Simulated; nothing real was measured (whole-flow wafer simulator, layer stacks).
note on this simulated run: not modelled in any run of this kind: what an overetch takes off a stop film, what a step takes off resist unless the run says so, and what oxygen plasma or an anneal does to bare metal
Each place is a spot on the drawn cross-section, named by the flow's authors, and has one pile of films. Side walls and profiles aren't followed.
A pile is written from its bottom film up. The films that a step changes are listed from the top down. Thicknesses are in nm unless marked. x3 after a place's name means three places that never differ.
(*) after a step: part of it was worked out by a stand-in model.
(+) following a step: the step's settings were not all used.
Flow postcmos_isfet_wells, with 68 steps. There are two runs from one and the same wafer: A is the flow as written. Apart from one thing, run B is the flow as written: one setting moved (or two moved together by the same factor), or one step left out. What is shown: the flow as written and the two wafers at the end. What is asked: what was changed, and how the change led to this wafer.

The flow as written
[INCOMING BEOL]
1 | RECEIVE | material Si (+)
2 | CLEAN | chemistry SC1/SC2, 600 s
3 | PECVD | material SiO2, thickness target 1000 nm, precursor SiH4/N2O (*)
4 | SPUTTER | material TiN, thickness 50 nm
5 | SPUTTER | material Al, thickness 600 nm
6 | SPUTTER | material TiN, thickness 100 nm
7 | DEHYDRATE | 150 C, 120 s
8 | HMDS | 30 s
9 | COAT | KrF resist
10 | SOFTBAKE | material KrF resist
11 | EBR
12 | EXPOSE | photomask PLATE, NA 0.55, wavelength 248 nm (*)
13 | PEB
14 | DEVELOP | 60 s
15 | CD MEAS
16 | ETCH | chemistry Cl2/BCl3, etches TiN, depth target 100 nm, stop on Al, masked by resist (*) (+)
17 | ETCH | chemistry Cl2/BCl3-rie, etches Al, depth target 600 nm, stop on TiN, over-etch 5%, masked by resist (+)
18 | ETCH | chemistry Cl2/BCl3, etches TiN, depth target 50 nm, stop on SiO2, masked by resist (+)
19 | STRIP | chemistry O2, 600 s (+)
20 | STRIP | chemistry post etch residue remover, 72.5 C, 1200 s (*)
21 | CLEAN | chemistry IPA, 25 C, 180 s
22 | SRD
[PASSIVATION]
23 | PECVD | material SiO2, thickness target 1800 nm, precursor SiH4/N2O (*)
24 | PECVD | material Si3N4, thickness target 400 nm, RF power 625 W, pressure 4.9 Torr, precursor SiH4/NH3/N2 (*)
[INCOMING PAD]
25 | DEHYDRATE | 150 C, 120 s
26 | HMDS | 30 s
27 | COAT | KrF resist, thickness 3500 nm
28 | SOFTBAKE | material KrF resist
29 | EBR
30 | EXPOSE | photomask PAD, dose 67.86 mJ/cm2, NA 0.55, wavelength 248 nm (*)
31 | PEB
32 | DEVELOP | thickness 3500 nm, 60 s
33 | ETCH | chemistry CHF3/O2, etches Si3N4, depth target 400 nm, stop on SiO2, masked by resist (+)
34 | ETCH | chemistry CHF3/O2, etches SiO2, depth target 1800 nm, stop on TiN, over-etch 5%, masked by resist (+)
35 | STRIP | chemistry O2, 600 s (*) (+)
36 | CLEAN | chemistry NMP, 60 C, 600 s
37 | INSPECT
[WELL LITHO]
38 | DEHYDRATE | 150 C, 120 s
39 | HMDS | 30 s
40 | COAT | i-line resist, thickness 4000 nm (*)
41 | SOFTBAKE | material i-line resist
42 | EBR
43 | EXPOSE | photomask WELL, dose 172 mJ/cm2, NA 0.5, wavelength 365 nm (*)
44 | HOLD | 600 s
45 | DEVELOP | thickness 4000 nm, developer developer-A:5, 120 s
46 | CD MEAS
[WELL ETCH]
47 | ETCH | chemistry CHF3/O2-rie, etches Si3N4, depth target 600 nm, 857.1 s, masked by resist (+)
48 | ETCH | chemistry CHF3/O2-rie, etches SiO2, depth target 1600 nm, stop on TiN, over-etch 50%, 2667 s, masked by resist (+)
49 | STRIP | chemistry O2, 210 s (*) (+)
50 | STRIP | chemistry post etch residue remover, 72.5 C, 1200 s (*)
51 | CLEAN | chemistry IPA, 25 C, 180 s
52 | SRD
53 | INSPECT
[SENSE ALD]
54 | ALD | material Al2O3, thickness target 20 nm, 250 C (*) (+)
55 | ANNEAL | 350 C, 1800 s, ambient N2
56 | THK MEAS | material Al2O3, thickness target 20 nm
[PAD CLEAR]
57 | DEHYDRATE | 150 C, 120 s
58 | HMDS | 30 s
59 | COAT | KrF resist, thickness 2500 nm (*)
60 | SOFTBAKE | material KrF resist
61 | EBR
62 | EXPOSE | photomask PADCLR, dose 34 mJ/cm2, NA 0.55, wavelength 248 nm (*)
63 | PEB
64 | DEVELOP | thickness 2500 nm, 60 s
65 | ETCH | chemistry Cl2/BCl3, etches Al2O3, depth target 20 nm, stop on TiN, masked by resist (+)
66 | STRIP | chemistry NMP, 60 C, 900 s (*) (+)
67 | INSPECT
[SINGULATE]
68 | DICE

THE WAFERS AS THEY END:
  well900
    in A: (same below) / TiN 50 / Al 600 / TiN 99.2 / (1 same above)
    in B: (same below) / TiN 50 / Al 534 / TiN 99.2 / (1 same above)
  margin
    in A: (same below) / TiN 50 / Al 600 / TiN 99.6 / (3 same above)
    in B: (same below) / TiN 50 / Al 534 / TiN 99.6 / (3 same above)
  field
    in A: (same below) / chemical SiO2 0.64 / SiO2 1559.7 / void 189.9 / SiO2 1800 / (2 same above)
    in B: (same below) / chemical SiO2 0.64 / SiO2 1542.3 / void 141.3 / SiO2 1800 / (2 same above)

Cause: step 5, SPUTTER: thickness 534 nm was run, though the flow has thickness 600 nm.
The wafer itself shows it: well900 has Al 534, and step 5 as written asks for 600 nm.

Step by step, how the change led to this:
  5 | SPUTTER | material Al, thickness 600 nm
      field, margin, well900, well1300 x3, pad_rim, pad_clr, pad_open: A Al gains 600 (new film) | B Al gains 534 (new film)
  17 | ETCH | chemistry Cl2/BCl3-rie, etches Al, depth target 600 nm, stop on TiN, over-etch 5%, masked by resist (+)
      margin, well900, well1300 x3, pad_rim, pad_clr, pad_open: A KrF resist loses 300 | B KrF resist loses 280.4
      field: A Al loses 600 (all of it) | B Al loses 534 (all of it)
  19 | STRIP | chemistry O2, 600 s (+)
      margin, well900, well1300 x3, pad_rim, pad_clr, pad_open: A KrF resist loses 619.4 (all of it) | B KrF resist loses 639 (all of it)
  23 | PECVD | material SiO2, thickness target 1800 nm, precursor SiH4/N2O (*)
      field: A SiO2 gains 1800 (new film), void gains 189.9 (new film), SiO2 gains 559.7 | B SiO2 gains 1800 (new film), void gains 141.3 (new film), SiO2 gains 542.3
